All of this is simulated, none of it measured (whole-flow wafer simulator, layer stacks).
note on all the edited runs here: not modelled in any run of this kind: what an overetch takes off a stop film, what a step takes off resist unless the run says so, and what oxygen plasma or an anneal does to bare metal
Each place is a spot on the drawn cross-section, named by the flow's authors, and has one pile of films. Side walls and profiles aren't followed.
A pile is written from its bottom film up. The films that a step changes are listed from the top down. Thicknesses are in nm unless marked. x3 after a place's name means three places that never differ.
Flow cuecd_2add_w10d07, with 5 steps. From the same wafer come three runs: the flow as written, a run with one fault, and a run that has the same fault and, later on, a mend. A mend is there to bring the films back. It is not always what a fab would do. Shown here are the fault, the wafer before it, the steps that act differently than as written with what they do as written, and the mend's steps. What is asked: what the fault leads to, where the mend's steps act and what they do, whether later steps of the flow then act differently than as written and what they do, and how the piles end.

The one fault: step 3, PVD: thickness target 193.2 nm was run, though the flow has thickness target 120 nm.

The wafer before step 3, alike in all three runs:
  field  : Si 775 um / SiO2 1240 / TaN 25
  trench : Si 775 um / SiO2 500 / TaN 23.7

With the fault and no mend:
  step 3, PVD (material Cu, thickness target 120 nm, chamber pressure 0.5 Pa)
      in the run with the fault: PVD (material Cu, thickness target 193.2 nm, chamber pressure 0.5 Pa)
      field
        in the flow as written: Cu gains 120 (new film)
        in the run with the fault: Cu gains 193.2 (new film)
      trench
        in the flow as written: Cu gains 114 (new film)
        in the run with the fault: Cu gains 183.8 (new film)
  None of the later steps of the flow acts differently than as written at any place that is followed.
  By the end, the piles at field, trench depart from the flow's by more than 2% or 0.5 nm, whichever is larger.
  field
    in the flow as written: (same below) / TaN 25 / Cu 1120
    in the run with the fault: (same below) / TaN 25 / Cu 1193.2
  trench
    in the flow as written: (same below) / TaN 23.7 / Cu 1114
    in the run with the fault: (same below) / TaN 23.7 / Cu 1183.8

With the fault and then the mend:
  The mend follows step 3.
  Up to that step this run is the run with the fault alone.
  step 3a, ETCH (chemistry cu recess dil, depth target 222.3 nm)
      field
        Cu loses 193.2 (all of it)
      trench
        Cu loses 183.8 (all of it)
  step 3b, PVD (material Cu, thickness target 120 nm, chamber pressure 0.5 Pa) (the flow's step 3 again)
      field
        Cu gains 120 (new film)
      trench
        Cu gains 114 (new film)
  None of the later steps of the flow acts differently than as written at any place that is followed.
  At every place that both follow, the piles at the end match the flow's.
